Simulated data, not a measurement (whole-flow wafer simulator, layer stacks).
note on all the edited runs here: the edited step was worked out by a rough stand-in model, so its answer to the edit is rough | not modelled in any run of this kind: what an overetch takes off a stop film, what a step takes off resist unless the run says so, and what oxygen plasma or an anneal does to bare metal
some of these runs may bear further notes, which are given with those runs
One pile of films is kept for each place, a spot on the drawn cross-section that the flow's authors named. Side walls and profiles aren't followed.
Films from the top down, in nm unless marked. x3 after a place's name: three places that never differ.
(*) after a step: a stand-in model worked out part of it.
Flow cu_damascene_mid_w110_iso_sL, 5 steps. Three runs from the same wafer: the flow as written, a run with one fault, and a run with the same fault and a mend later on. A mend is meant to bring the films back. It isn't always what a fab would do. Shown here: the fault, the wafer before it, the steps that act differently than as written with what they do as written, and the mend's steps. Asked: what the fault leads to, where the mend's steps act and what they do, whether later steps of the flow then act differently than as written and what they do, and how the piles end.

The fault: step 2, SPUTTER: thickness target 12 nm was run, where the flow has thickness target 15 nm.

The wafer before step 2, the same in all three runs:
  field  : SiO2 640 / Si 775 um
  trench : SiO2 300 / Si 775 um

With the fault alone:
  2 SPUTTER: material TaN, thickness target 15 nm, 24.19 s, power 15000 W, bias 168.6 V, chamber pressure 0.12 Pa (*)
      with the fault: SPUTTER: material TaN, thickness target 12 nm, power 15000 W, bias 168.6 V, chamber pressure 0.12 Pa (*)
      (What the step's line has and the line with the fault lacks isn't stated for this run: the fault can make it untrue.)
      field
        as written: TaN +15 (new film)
        with the fault: TaN +12 (new film)
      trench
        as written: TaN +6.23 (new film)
        with the fault: TaN +4.98 (new film)
  No later step of the flow acts differently than as written, at any place that is followed, by more than 2% or 0.5 nm, whichever is larger.
  At the end the piles differ from the flow's by more than 2% or 0.5 nm, whichever is larger, at field, trench.
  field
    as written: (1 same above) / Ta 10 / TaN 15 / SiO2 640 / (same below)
    with the fault: (1 same above) / Ta 10 / TaN 12 / SiO2 640 / (same below)
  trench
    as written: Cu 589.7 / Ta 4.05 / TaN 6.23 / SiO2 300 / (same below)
    with the fault: Cu 587.9 / Ta 4.08 / TaN 4.98 / SiO2 300 / (same below)

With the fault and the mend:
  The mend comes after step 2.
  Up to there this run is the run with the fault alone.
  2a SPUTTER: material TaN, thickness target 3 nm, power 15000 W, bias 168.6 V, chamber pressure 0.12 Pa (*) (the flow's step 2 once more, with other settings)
      field
        TaN +3
      trench
        TaN +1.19
  No later step of the flow acts differently than as written at any place that is followed.
  At the end the piles differ from the flow's only slightly at the places that both follow, by at most 2% or 0.5 nm, whichever is larger.
